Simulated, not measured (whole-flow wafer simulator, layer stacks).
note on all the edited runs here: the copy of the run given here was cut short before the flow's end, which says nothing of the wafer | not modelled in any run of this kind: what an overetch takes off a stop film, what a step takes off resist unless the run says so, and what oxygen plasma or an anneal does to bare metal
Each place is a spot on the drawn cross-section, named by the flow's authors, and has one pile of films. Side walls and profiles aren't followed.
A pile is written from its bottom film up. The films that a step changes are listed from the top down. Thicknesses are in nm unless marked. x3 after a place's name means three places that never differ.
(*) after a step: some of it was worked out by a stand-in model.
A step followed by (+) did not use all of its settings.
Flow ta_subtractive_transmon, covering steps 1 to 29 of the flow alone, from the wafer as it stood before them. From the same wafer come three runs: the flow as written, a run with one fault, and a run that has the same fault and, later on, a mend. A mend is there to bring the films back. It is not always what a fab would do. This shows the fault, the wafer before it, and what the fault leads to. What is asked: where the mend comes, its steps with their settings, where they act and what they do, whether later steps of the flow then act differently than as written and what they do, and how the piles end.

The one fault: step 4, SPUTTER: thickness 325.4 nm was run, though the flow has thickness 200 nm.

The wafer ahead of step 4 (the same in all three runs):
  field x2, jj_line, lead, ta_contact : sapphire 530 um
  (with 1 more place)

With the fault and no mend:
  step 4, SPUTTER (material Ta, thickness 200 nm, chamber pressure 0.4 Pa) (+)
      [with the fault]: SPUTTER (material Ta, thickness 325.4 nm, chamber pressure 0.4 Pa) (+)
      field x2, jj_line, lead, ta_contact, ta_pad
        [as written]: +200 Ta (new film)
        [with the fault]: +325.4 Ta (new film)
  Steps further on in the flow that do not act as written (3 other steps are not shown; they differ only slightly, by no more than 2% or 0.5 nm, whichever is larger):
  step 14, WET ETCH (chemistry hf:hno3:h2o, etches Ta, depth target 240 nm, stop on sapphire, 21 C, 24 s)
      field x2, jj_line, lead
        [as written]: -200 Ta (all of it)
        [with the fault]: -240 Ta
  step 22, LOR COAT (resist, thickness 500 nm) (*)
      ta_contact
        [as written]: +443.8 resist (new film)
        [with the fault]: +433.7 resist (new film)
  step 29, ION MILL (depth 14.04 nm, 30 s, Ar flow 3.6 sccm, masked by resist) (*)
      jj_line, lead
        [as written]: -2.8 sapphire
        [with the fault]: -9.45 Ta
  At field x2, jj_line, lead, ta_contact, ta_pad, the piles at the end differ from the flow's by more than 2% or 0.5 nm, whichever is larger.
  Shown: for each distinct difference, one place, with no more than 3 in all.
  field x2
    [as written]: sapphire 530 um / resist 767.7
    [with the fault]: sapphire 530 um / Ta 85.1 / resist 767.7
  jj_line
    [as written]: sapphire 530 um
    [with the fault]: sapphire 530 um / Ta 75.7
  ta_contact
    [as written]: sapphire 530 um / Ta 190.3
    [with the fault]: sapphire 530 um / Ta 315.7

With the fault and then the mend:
  After step 5 comes the mend.
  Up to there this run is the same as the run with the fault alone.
  step 5a, WET ETCH (chemistry hf:hno3:h2o, etches Ta, depth target 374.2 nm, stop on sapphire, 21 C, 37.42 s)
      field x2, jj_line, lead, ta_contact, ta_pad
        -325.4 Ta (all of it)
  step 5b, SPUTTER (material Ta, thickness 200 nm, chamber pressure 0.4 Pa) (+) (a further turn of the flow's step 4)
      field x2, jj_line, lead, ta_contact, ta_pad
        +200 Ta (new film)
  None of the later steps of the flow acts differently than as written at any place that is followed.
  The piles end the same as the flow's at every place that both follow.
